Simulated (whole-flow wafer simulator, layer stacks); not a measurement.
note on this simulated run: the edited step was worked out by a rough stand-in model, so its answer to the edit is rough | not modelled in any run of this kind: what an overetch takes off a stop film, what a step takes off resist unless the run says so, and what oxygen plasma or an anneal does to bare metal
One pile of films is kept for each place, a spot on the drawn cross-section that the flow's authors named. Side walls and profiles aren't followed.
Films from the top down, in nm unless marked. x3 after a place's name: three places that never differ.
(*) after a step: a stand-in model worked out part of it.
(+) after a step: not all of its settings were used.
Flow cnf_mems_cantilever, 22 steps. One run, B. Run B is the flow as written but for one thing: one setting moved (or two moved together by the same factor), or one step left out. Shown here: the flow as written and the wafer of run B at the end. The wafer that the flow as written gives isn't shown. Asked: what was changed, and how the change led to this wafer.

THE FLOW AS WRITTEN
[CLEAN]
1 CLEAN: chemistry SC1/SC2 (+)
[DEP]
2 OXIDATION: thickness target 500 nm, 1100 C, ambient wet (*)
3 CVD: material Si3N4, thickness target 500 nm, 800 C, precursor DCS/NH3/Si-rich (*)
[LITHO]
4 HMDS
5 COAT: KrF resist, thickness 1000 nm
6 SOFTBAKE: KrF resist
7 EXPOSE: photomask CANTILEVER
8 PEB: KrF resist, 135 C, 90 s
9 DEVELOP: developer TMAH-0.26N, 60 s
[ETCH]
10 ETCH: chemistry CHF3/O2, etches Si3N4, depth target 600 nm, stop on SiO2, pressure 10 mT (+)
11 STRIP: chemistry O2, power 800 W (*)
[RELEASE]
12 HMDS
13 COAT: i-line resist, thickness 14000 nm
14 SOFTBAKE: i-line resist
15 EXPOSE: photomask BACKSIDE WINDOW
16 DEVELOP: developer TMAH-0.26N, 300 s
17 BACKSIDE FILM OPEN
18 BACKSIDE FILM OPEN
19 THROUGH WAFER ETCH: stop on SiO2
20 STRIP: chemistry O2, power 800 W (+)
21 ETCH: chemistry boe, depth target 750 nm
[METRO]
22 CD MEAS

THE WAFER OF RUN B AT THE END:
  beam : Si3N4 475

The cause: step 3, CVD: thickness target 475 nm was run, where the flow has thickness target 500 nm.
It can be read off the wafer: beam has Si3N4 475, and step 3 as written asks for 500 nm.

How the change led to this, step by step:
  3 CVD: material Si3N4, thickness target 500 nm, 800 C, precursor DCS/NH3/Si-rich (*)
      field, beam: Si3N4 +475 (new film) (as written it would be: Si3N4 +500 (new film))
  10 ETCH: chemistry CHF3/O2, etches Si3N4, depth target 600 nm, stop on SiO2, pressure 10 mT (+)
      field: Si3N4 -475 (all of it) (as written it would be: Si3N4 -500 (all of it))
